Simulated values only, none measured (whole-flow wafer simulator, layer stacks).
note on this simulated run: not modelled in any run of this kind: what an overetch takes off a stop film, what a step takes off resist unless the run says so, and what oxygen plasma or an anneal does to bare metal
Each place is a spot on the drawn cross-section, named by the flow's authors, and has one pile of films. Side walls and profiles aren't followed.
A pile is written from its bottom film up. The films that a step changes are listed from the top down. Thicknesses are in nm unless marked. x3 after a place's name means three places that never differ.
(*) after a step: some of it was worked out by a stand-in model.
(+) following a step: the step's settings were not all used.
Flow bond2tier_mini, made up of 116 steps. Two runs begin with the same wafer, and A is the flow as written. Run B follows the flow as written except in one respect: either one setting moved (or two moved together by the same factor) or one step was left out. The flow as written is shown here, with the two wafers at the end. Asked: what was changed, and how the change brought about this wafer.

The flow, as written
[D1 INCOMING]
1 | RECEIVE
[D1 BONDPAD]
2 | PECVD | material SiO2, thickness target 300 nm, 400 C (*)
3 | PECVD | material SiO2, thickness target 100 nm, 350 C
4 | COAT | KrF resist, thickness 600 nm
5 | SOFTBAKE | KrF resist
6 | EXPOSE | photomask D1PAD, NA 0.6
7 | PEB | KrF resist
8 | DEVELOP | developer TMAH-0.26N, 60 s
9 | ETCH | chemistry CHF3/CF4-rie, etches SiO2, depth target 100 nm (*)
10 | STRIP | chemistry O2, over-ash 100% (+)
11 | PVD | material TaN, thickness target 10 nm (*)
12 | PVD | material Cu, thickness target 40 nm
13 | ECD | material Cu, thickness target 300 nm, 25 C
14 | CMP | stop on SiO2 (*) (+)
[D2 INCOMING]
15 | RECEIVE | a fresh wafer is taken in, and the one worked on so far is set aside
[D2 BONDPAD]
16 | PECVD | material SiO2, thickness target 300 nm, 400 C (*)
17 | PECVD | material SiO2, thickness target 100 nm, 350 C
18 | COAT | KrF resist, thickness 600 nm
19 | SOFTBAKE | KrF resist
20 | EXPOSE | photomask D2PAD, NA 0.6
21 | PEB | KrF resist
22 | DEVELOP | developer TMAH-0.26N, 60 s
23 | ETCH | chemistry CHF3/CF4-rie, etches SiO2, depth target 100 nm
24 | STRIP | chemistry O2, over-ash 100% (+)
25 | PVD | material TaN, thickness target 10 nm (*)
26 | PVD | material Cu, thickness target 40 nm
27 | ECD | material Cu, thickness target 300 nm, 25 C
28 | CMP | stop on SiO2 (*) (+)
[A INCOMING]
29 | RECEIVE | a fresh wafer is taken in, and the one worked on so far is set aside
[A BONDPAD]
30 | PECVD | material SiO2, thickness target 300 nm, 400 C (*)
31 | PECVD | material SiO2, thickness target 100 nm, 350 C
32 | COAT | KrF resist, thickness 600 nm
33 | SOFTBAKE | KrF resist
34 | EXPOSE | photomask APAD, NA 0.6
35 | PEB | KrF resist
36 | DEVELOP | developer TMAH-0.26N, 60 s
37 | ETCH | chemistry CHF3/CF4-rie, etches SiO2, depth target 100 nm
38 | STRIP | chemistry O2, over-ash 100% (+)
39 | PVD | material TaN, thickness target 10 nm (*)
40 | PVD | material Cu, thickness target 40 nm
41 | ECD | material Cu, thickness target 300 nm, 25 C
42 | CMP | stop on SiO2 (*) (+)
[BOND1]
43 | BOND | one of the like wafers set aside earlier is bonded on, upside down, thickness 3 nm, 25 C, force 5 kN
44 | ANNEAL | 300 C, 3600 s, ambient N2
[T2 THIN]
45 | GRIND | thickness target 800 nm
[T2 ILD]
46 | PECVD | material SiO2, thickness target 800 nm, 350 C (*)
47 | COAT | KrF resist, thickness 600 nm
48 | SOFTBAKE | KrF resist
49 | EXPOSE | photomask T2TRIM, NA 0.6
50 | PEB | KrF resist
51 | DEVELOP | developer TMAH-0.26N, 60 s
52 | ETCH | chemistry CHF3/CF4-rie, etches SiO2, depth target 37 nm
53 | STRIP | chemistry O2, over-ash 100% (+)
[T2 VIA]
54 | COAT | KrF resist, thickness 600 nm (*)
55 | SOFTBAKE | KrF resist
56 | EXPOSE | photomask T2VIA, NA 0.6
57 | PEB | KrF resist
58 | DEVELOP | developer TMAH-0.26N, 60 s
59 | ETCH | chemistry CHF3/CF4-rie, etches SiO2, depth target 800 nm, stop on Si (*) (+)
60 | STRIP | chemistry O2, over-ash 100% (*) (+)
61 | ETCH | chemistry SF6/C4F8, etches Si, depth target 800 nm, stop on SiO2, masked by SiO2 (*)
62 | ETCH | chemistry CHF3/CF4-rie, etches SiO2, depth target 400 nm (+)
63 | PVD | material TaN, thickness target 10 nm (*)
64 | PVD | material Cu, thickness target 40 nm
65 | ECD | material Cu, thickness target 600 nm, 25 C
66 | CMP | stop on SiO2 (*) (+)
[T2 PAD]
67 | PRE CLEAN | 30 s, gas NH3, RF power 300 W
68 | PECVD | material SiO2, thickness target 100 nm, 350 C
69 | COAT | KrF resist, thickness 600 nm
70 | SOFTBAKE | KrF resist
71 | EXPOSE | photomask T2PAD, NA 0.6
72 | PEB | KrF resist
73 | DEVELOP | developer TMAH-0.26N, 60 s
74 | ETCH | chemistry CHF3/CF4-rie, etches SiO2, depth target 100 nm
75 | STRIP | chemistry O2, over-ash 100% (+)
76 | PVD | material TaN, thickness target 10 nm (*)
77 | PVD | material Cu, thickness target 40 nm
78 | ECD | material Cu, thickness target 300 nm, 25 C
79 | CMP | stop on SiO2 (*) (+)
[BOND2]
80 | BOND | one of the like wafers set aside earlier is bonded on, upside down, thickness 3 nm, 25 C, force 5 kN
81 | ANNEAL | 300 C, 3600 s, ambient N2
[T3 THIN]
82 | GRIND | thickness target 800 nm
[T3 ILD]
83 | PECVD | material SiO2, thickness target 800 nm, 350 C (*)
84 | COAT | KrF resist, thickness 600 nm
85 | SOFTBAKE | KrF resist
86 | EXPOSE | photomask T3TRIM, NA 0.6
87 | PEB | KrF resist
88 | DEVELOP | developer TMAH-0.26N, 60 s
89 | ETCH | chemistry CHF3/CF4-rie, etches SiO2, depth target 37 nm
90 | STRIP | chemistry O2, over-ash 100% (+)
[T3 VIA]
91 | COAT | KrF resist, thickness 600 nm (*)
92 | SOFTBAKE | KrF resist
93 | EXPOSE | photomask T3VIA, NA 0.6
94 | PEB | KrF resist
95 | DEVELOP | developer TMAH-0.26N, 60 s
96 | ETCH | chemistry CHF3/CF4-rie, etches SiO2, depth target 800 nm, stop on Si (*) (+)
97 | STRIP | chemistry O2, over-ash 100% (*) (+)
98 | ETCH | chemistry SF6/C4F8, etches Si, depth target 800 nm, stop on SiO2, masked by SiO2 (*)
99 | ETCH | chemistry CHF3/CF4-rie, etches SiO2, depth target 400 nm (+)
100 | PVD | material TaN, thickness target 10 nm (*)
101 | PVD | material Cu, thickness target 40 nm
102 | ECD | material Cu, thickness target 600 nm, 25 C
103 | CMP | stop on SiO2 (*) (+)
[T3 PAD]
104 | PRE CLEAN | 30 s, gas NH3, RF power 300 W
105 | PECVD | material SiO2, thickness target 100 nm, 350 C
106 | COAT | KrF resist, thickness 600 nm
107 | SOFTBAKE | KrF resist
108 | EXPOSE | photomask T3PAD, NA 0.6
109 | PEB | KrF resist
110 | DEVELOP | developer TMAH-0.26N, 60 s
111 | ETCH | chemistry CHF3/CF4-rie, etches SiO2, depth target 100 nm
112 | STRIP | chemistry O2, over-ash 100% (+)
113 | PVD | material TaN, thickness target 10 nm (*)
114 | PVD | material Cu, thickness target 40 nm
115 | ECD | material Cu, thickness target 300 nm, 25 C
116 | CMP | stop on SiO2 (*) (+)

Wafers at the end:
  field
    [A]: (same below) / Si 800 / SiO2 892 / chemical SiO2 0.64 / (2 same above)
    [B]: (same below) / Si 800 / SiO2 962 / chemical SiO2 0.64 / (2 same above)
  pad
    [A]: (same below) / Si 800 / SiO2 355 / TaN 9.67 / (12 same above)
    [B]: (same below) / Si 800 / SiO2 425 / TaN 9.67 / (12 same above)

What caused this: step 62, ETCH: depth target 330 nm was run, while the flow as written has depth target 400 nm.

The path from the change to this, step by step:
  62 | ETCH | chemistry CHF3/CF4-rie, etches SiO2, depth target 400 nm (+)
      field, pad: A SiO2 loses 400 | B SiO2 loses 330
